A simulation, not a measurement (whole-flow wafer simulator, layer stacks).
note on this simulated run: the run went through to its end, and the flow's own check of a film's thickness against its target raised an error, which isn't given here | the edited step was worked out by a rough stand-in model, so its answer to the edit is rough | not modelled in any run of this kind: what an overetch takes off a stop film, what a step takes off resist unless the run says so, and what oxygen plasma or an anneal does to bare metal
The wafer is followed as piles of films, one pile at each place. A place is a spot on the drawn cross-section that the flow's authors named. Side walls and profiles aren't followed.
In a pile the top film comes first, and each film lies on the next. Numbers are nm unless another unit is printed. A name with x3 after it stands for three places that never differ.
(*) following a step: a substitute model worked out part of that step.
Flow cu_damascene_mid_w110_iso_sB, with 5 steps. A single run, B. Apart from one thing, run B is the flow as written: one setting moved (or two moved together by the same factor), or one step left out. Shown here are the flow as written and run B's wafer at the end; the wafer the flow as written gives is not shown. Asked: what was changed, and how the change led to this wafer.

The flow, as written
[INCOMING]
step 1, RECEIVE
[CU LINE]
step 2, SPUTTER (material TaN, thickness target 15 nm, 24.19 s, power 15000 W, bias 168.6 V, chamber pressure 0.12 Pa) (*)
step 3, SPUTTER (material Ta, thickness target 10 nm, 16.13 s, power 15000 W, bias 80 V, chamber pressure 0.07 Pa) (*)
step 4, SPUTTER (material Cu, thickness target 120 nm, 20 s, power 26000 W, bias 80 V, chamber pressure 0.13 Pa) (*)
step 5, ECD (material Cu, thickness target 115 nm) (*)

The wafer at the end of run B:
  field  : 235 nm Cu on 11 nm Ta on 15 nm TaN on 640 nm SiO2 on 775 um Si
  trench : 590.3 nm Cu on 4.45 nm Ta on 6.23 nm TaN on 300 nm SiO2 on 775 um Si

The reason: step 3, SPUTTER: thickness target 11 nm was run, whereas the flow has thickness target 10 nm; step 3, SPUTTER: 17.74 s was run, where the flow has 16.13 s.
The wafer itself shows it: field has Ta 11, and step 3 as written asks for 10 nm.

Step by step, how the change led to this:
  step 3, SPUTTER (material Ta, thickness target 10 nm, 16.13 s, power 15000 W, bias 80 V, chamber pressure 0.07 Pa) (*)
      field: +11 Ta (new film) (in the flow as written it would be: +10 Ta (new film))
